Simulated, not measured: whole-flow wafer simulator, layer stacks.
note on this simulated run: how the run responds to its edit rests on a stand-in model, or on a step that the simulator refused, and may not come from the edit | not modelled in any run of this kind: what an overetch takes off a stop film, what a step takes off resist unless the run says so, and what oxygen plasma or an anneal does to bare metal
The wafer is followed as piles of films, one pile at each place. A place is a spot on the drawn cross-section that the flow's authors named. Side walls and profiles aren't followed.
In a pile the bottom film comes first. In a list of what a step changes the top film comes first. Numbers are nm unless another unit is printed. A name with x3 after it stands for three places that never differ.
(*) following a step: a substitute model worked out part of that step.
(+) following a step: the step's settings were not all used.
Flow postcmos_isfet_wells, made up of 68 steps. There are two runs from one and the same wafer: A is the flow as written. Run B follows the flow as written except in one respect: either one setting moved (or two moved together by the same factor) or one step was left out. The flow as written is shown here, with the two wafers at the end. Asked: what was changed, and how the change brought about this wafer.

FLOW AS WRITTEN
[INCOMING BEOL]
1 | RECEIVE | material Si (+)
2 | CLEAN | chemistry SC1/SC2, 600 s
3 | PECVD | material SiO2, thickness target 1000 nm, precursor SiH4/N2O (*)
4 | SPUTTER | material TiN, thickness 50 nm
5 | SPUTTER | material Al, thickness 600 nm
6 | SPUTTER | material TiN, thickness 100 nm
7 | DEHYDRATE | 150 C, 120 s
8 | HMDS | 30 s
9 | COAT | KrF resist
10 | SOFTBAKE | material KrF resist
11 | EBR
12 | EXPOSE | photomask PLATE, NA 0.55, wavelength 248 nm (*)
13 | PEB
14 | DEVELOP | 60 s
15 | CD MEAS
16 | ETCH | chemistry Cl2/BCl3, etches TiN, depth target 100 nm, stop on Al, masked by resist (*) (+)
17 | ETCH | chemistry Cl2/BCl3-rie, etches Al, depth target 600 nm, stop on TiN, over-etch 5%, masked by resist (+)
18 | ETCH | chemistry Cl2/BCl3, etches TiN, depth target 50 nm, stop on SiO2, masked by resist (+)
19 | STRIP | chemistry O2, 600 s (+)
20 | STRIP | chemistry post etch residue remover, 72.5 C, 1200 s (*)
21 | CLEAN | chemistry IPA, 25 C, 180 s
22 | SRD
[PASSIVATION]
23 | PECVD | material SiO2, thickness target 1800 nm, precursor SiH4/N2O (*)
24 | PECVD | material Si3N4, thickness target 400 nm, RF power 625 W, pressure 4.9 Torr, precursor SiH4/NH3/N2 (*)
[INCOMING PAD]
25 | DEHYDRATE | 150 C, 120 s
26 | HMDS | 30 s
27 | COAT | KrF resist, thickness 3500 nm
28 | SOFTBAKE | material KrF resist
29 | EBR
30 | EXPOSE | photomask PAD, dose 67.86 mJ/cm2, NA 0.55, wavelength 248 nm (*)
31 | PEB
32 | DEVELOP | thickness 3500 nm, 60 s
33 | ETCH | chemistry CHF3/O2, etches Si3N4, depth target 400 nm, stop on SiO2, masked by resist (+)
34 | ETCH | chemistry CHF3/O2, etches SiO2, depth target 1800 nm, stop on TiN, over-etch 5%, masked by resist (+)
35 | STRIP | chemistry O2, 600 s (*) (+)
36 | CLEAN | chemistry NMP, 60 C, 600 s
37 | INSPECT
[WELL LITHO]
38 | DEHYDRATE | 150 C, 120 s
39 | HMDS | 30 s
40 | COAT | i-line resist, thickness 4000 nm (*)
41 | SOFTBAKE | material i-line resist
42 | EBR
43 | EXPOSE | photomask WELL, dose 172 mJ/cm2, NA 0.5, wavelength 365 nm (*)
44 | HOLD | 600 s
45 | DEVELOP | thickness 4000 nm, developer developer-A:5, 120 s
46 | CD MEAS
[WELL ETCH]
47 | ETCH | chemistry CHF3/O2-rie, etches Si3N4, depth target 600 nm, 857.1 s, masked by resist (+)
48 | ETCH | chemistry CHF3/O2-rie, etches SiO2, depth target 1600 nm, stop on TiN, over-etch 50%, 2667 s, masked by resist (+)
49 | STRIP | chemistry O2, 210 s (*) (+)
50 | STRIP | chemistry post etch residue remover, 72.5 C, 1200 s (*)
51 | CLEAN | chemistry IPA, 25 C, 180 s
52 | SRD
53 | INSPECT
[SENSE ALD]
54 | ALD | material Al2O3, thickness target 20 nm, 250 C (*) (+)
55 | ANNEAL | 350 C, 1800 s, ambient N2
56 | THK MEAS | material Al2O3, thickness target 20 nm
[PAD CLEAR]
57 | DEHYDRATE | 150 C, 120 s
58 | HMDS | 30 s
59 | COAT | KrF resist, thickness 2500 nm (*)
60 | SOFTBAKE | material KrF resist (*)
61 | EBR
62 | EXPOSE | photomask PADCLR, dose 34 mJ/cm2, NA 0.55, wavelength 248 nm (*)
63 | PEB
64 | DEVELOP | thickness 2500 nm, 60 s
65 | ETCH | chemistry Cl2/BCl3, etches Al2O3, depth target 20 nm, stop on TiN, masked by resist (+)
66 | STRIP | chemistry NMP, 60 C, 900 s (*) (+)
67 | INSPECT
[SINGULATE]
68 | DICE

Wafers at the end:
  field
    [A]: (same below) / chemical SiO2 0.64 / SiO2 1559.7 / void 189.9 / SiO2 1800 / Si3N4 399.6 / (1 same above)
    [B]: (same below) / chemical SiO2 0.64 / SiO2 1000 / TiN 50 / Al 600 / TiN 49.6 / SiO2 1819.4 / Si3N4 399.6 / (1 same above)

Cause: step 16, ETCH: chemistry Cl2/BCl3, etches TiN, depth target 100 nm, stop on Al, masked by resist (*) (+), was not run.

The path from the change to this, step by step:
  17 | ETCH | chemistry Cl2/BCl3-rie, etches Al, depth target 600 nm, stop on TiN, over-etch 5%, masked by resist (+)
      field: A -600 Al (all of it) | B nothing
  18 | ETCH | chemistry Cl2/BCl3, etches TiN, depth target 50 nm, stop on SiO2, masked by resist (+)
      field: A -50 TiN (all of it) | B -50 TiN
  19 | STRIP | chemistry O2, 600 s (+)
      margin, well900, well1300, well2000, well3000, pad_rim, pad_clr, pad_open: A -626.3 KrF resist (all of it) | B -666.3 KrF resist (all of it)
  23 | PECVD | material SiO2, thickness target 1800 nm, precursor SiH4/N2O (*)
      field: A +1800 SiO2 (new film), +189.9 void (new film), +559.7 SiO2 | B +1819.4 SiO2 (new film)
With metal films that touch counted as one body, field has 1 body; the flow as written gives 0 bodies.
